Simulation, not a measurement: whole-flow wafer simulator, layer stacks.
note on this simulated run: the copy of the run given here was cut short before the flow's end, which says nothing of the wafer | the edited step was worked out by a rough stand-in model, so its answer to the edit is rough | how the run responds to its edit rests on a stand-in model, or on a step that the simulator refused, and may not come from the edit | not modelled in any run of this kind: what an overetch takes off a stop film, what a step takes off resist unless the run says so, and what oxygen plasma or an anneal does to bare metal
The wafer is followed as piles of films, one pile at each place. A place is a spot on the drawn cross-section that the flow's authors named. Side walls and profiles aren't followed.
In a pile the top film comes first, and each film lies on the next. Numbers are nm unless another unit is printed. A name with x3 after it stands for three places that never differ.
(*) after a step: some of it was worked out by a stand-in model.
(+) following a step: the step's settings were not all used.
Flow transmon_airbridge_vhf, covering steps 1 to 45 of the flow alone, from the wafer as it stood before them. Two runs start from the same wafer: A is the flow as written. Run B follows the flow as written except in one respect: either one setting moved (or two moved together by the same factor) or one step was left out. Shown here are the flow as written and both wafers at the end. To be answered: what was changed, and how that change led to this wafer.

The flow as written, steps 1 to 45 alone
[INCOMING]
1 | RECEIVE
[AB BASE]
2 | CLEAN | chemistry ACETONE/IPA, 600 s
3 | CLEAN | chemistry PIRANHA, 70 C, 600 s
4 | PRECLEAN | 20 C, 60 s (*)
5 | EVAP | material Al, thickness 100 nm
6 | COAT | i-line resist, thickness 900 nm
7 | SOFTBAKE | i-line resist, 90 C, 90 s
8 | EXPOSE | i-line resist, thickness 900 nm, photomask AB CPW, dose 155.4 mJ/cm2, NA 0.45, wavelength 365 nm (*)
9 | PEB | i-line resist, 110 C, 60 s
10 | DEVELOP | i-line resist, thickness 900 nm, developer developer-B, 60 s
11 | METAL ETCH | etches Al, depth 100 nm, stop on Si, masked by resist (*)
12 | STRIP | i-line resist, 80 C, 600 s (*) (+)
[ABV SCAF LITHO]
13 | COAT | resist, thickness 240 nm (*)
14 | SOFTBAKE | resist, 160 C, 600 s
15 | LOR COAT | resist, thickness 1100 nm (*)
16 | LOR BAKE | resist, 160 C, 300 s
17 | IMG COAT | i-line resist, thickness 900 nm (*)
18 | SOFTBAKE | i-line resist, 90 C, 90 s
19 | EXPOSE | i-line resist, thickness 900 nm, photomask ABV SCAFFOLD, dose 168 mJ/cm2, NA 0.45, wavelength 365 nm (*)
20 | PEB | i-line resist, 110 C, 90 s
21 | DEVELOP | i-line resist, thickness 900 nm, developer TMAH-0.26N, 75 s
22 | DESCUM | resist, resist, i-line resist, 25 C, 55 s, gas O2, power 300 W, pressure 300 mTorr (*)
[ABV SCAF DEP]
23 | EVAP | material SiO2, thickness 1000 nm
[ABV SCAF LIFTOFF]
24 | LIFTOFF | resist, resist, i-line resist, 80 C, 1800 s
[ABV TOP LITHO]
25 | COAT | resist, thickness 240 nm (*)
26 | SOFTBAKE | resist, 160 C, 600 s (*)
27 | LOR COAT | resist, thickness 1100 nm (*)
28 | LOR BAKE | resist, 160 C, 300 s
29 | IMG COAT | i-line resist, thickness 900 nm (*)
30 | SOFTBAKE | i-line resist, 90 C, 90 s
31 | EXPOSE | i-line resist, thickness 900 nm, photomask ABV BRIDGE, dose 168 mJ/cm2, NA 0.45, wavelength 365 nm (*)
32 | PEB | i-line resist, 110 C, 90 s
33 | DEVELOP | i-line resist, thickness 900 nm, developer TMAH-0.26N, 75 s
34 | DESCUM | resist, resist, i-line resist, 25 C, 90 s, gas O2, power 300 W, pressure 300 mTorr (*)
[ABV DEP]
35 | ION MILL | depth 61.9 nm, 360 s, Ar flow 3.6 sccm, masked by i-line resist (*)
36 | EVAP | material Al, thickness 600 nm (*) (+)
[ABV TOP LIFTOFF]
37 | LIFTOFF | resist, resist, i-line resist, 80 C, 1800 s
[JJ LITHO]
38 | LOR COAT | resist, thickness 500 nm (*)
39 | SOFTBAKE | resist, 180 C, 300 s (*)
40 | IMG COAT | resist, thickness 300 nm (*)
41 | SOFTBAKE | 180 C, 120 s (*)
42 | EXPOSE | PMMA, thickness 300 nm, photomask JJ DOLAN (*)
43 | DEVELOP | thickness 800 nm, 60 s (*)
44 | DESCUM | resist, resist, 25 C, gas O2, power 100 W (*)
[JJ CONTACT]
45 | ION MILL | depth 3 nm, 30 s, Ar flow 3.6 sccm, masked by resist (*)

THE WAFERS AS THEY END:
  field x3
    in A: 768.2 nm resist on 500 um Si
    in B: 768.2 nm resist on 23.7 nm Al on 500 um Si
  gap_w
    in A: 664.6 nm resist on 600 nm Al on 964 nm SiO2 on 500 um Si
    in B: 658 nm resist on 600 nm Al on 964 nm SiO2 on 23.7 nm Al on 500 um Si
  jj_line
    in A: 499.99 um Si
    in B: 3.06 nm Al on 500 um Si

The reason: step 11, METAL ETCH: depth 76.3 nm was run, whereas the flow has depth 100 nm.

The path from the change to this, step by step:
  11 | METAL ETCH | etches Al, depth 100 nm, stop on Si, masked by resist (*)
      field x3, jj_line, gap_w, gap_e: A -100 Al (all of it) | B -76.3 Al
      ground_far, pad_w, flank_w and 8 more: A -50 i-line resist | B -38.2 i-line resist
  45 | ION MILL | depth 3 nm, 30 s, Ar flow 3.6 sccm, masked by resist (*)
      jj_line: A -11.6 Si | B -20.6 Al
Taking metal films that touch as one body, field x3 has 1 body; the flow as written gives 0 bodies.
Taking metal films that touch as one body, gap_w has 2 bodies (between them, from the top down: SiO2 964); the flow as written gives 1 body.
Taking metal films that touch as one body, jj_line has 1 body; the flow as written gives 0 bodies.
